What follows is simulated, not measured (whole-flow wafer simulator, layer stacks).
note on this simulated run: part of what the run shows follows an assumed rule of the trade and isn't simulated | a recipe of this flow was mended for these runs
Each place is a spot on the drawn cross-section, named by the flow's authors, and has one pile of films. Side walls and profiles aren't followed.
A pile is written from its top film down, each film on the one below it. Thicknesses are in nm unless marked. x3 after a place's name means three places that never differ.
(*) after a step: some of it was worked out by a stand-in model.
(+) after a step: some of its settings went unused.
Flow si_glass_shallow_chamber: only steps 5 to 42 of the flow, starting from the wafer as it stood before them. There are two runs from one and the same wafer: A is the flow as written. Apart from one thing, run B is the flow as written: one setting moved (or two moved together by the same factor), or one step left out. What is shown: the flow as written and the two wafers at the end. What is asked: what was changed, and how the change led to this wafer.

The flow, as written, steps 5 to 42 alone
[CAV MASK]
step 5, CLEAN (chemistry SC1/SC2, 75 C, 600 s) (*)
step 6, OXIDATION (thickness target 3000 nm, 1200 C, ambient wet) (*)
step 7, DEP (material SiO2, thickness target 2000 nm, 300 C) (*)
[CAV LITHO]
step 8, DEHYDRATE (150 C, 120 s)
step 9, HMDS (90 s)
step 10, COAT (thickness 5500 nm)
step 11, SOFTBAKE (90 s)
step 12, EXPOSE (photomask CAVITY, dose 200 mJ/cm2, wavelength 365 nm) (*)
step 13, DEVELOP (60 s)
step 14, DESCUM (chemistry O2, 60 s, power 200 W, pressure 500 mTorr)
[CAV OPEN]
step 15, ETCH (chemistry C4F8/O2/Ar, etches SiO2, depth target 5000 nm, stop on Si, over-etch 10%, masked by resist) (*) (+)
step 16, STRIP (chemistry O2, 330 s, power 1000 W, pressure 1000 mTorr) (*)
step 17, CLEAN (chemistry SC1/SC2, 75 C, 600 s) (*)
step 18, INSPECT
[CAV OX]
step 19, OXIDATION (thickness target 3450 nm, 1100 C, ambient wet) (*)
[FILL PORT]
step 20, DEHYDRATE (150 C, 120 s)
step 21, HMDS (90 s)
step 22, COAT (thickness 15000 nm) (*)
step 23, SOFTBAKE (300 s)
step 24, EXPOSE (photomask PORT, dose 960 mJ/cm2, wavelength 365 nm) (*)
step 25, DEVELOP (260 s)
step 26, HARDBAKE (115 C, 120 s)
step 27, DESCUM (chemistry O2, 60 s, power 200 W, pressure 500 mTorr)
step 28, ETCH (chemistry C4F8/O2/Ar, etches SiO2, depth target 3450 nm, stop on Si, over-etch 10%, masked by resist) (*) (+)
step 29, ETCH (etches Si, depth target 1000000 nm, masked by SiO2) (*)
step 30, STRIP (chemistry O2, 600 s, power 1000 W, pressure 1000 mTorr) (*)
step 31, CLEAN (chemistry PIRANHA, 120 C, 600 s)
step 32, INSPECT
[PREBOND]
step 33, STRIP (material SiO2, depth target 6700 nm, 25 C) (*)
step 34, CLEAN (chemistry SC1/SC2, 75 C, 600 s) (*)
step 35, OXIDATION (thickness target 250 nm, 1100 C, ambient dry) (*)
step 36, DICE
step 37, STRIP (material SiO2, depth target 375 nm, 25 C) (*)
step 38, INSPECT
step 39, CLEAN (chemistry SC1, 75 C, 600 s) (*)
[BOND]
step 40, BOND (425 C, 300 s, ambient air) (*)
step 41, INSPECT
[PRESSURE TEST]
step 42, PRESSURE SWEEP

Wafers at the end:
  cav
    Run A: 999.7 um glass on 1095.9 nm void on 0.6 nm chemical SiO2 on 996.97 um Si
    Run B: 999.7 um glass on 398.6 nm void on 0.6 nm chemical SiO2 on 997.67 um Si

The reason: step 15, ETCH: depth target 2718 nm was run, whereas the flow has depth target 5000 nm.

How this came from the change, step by step:
  step 15, ETCH (chemistry C4F8/O2/Ar, etches SiO2, depth target 5000 nm, stop on Si, over-etch 10%, masked by resist) (*) (+)
      cav, port: A SiO2 loses 5000 (all of it), Si loses 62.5 | B SiO2 loses 2989.8
      rim, ramp, septum, ring: A thick-i-line-resist loses 1100 | B thick-i-line-resist loses 598
  step 16, STRIP (chemistry O2, 330 s, power 1000 W, pressure 1000 mTorr) (*)
      cav, port: A chemical SiO2 gains 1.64 (new film), Si loses 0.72 | B nothing
      rim, ramp, septum, ring: A thick-i-line-resist loses 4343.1 (all of it) | B thick-i-line-resist loses 4845.1 (all of it)
  step 17, CLEAN (chemistry SC1/SC2, 75 C, 600 s) (*)
      cav, port: A chemical SiO2 loses 1.04, Si loses 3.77 | B SiO2 loses 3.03
  step 19, OXIDATION (thickness target 3450 nm, 1100 C, ambient wet) (*)
      cav, port: A SiO2 gains 3450 (new film), chemical SiO2 loses 0.6 (all of it), Si loses 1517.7 | B SiO2 gains 2016.8, Si loses 887.4
  step 22, COAT (thickness 15000 nm) (*)
      rim: A thick-i-line-resist gains 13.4 um (new film) | B thick-i-line-resist gains 13.93 um (new film)
      ramp: A thick-i-line-resist gains 12.89 um (new film) | B thick-i-line-resist gains 13.59 um (new film)
      (also at 4 further places)
  step 23, SOFTBAKE (300 s)
      rim: A thick-i-line-resist loses 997 | B thick-i-line-resist loses 644.7
      ramp: A thick-i-line-resist loses 487.1 | B thick-i-line-resist loses 306.1
      (also at 4 further places)
  step 25, DEVELOP (260 s)
      port: A thick-i-line-resist loses 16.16 um (all of it) | B thick-i-line-resist loses 15.76 um (all of it)
  step 26, HARDBAKE (115 C, 120 s)
      rim, ramp: A thick-i-line-resist loses 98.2 | B thick-i-line-resist loses 109
      cav: A thick-i-line-resist loses 147.1 | B thick-i-line-resist loses 138
  step 28, ETCH (chemistry C4F8/O2/Ar, etches SiO2, depth target 3450 nm, stop on Si, over-etch 10%, masked by resist) (*) (+)
      port: A SiO2 loses 3450 (all of it), Si loses 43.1 | B SiO2 loses 3795
  step 29, ETCH (etches Si, depth target 1000000 nm, masked by SiO2) (*)
      port: A hole gains 997.05 um (new film), Si loses 997.05 um (all of it) | B hole gains 998.02 um (new film), SiO2 loses 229 (all of it), Si loses 997.79 um (all of it)
      rim: A thick-i-line-resist loses 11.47 um (all of it), SiO2 loses 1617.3 | B thick-i-line-resist loses 12.34 um (all of it), SiO2 loses 1153.8
      (also at 3 further places)
  step 30, STRIP (chemistry O2, 600 s, power 1000 W, pressure 1000 mTorr) (*)
      cav: A thick-i-line-resist loses 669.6 (all of it) | B thick-i-line-resist loses 286.9 (all of it)
  step 33, STRIP (material SiO2, depth target 6700 nm, 25 C) (*)
      rim: A SiO2 loses 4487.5 (all of it) | B SiO2 loses 4951 (all of it)
      ramp: A SiO2 loses 4487.5 (all of it) | B SiO2 loses 4950.9 (all of it)
      (also at 1 further place)
  step 40, BOND (425 C, 300 s, ambient air) (*)
      cav: A glass gains 999.7 um (new film), void gains 1095.9 (new film) | B glass gains 999.7 um (new film), void gains 398.6 (new film)
      port: A glass gains 999.7 um (new film), hole gains 1017.3 | B glass gains 999.7 um (new film), hole gains 47.8
